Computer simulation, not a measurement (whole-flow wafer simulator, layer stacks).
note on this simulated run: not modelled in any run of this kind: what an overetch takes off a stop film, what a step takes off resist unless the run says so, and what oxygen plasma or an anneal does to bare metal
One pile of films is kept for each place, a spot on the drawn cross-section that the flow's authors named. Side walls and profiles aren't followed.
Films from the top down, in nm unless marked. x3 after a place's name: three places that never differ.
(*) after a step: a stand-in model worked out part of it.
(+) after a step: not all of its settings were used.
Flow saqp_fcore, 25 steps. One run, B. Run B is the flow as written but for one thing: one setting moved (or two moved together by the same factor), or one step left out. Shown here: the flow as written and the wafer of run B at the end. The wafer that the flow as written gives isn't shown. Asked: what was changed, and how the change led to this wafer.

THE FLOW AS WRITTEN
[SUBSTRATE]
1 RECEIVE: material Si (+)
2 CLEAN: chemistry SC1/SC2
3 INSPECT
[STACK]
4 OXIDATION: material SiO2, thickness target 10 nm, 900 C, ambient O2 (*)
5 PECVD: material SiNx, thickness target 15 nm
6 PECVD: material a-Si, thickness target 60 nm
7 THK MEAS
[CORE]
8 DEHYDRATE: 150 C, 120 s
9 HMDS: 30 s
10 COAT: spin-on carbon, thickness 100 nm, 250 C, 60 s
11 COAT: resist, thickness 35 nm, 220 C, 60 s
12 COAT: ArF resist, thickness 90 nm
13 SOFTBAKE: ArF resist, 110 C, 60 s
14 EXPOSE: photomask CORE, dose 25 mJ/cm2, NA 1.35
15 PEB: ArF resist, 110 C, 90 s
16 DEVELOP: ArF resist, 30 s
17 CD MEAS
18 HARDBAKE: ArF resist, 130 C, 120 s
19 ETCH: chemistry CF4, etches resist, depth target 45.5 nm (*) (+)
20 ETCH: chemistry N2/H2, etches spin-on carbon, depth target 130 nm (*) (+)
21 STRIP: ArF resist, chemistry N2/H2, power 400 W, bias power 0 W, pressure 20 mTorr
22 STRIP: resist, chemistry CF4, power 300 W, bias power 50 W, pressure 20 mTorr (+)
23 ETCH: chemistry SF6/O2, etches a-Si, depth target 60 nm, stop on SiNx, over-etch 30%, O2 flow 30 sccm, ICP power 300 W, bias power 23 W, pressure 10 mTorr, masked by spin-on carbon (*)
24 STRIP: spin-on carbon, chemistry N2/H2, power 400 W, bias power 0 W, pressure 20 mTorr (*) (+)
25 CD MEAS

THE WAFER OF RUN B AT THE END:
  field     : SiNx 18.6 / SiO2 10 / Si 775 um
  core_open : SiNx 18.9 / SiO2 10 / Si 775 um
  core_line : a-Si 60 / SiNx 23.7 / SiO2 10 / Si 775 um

The cause: step 5, PECVD: thickness target 23.7 nm was run, where the flow has thickness target 15 nm.
It can be read off the wafer: core_line has SiNx 23.7, and step 5 as written asks for 15 nm.

How the change led to this, step by step:
  5 PECVD: material SiNx, thickness target 15 nm
      field, core_open, core_line: SiNx +23.7 (new film) (as written it would be: SiNx +15 (new film))
